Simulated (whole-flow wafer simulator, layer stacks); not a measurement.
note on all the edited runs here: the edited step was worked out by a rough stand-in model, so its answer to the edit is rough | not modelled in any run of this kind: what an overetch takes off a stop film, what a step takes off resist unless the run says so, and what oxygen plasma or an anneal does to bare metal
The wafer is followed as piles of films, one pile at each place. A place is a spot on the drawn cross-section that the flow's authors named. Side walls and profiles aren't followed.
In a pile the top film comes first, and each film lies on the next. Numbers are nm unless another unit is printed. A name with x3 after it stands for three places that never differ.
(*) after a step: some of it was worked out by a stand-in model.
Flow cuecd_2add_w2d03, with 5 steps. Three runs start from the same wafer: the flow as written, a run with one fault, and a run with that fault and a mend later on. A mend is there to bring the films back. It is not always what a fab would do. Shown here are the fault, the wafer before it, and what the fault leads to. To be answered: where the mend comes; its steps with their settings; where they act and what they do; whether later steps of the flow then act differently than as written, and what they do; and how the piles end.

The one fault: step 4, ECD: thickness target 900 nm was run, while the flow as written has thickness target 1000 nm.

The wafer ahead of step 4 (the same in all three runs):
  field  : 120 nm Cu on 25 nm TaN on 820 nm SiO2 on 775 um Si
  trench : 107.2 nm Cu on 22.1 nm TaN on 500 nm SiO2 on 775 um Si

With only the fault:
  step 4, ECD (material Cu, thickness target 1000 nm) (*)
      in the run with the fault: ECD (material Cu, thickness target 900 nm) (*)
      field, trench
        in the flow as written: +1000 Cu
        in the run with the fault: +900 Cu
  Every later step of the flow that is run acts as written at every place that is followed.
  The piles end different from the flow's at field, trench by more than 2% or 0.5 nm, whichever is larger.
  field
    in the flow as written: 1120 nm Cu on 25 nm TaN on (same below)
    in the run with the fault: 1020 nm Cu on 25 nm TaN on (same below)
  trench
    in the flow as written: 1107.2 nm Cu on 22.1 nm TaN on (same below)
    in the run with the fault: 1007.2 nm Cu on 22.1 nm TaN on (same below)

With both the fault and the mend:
  After step 5 comes the mend.
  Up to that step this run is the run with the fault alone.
  step 5a, ECD (material Cu, thickness target 100 nm) (*) (the flow's step 4 again, with other settings)
      field, trench
        +100 Cu
  Every later step of the flow that is run acts as written at every place that is followed.
  At every place that both follow, the piles at the end match the flow's.
